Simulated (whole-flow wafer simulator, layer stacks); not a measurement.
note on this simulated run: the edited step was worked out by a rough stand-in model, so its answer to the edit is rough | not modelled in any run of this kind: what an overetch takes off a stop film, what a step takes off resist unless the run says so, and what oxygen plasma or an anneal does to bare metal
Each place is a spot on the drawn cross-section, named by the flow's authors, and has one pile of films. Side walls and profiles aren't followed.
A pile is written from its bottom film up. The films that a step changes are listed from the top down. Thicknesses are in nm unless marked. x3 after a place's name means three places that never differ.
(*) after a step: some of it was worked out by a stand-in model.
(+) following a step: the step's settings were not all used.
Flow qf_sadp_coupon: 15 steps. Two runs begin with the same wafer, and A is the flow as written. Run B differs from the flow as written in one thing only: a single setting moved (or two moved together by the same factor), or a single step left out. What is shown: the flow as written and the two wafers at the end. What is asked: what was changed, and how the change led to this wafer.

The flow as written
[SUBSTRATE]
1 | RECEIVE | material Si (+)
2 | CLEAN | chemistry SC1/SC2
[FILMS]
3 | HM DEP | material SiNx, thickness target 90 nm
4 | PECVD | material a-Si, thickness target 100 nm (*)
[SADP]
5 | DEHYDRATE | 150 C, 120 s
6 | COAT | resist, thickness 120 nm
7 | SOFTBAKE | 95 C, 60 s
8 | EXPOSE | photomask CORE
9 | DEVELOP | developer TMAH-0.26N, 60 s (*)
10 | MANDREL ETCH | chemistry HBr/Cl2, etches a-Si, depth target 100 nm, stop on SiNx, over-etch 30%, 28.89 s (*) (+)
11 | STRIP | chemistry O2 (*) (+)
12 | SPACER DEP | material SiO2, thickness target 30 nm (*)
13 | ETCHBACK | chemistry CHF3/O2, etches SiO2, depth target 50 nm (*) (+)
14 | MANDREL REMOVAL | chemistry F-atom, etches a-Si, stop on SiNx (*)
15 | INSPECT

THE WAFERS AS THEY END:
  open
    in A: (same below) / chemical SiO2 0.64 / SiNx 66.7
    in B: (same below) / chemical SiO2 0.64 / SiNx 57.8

The reason: step 10, MANDREL ETCH: depth target 147.5 nm was run, though the flow has depth target 100 nm; step 10, MANDREL ETCH: 42.61 s was run, where the flow has 28.89 s.

Step by step, how the change led to this:
  10 | MANDREL ETCH | chemistry HBr/Cl2, etches a-Si, depth target 100 nm, stop on SiNx, over-etch 30%, 28.89 s (*) (+)
      m: A -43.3 resist | B -63.9 resist
      open: A -100 a-Si (all of it), -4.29 SiNx | B -100 a-Si (all of it), -13.1 SiNx
  11 | STRIP | chemistry O2 (*) (+)
      m: A +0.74 chemical SiO2 (new film), -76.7 resist (all of it), -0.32 a-Si | B +0.75 chemical SiO2 (new film), -56.1 resist (all of it), -0.33 a-Si
